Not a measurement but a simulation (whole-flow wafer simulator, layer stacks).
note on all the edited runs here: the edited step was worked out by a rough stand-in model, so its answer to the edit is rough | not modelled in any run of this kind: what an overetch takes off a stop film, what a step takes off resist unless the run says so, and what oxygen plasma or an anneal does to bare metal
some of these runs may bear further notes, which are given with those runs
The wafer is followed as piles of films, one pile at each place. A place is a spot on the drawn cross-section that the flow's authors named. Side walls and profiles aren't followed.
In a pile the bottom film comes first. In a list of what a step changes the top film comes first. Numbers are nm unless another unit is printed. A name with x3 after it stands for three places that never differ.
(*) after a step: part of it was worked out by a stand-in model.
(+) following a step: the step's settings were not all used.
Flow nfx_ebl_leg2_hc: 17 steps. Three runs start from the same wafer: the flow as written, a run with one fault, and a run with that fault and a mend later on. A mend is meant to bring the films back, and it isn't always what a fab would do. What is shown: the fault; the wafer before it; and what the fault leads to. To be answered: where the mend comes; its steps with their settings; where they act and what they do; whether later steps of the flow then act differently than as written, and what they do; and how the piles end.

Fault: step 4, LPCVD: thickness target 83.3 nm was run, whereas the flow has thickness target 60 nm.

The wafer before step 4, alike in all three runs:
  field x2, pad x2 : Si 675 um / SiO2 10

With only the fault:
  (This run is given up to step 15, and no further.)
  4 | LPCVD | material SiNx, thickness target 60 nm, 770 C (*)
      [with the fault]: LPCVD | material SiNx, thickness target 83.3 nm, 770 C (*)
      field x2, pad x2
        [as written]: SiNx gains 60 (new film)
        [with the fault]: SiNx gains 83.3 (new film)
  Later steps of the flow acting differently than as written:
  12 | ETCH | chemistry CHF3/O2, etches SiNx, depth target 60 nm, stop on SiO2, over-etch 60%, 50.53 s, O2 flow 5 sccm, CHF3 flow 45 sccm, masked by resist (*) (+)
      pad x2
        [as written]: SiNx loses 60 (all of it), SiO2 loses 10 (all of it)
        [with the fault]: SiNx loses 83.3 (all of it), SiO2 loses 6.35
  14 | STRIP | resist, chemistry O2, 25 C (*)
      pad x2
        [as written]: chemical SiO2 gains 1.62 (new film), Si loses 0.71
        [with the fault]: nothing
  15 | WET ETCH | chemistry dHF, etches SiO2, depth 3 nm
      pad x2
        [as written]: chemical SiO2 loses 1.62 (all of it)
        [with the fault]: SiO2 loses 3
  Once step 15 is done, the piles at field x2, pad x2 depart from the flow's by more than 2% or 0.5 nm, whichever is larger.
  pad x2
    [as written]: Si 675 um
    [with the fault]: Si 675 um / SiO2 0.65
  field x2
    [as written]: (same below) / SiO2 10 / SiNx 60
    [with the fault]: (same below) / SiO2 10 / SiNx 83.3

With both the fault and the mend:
  The mend follows step 5.
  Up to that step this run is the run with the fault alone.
  5a | ETCH | chemistry h3po4, depth target 95.79 nm
      field x2, pad x2
        SiNx loses 83.3 (all of it)
  5b | CLEAN | chemistry SC1/SC2 (a further turn of the flow's step 2)
      leaves every film unchanged at each place that is followed
  5c | LPCVD | material SiNx, thickness target 60 nm, 770 C (*) (a further turn of the flow's step 4)
      field x2, pad x2
        SiNx gains 60 (new film)
  None of the later steps of the flow acts differently than as written at any place that is followed.
  The piles end the same as the flow's at every place that both follow.
